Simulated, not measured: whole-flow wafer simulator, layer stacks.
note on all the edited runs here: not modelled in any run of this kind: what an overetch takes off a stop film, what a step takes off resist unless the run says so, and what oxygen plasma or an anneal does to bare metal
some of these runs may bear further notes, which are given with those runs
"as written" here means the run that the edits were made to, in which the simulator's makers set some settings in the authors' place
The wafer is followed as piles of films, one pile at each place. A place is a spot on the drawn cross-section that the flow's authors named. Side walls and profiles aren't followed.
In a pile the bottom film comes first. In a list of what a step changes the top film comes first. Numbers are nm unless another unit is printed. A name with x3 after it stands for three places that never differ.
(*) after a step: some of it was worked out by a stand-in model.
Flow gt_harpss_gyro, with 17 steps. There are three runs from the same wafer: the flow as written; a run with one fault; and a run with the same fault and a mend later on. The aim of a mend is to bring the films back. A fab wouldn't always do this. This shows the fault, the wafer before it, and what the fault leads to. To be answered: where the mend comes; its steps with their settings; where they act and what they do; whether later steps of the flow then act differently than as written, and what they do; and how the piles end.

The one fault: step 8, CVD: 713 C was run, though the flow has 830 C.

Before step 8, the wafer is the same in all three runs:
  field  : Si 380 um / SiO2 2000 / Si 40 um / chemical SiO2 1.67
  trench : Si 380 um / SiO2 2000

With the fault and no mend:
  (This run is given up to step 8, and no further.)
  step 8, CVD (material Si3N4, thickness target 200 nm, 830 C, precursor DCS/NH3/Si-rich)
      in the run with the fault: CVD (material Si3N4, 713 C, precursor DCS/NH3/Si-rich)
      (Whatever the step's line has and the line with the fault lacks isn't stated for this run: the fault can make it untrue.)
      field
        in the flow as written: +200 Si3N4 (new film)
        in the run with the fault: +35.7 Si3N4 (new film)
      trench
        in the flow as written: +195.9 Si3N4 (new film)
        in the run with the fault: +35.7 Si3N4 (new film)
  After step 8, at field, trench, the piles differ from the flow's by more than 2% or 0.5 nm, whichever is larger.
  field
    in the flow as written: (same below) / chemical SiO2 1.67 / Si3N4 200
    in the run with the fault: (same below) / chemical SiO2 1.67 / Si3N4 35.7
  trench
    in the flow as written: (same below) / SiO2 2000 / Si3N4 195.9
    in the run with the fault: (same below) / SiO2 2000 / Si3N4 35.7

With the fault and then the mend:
  The mend stands after step 8.
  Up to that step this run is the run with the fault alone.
  step 8a, CVD (material Si3N4, thickness target 164 nm, 830 C, precursor DCS/NH3/Si-rich) (the flow's step 8 again, with other settings)
      field
        +164 Si3N4
      trench
        +160.5 Si3N4
  Steps further on in the flow that do not act as written:
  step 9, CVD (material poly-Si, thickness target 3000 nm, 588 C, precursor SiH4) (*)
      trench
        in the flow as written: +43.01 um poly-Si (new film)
        in the run with the mend: +43 um poly-Si (new film)
  When the end is reached, the piles differ only a little from the flow's at the places that both follow, at most by 2% or 0.5 nm, whichever is larger.
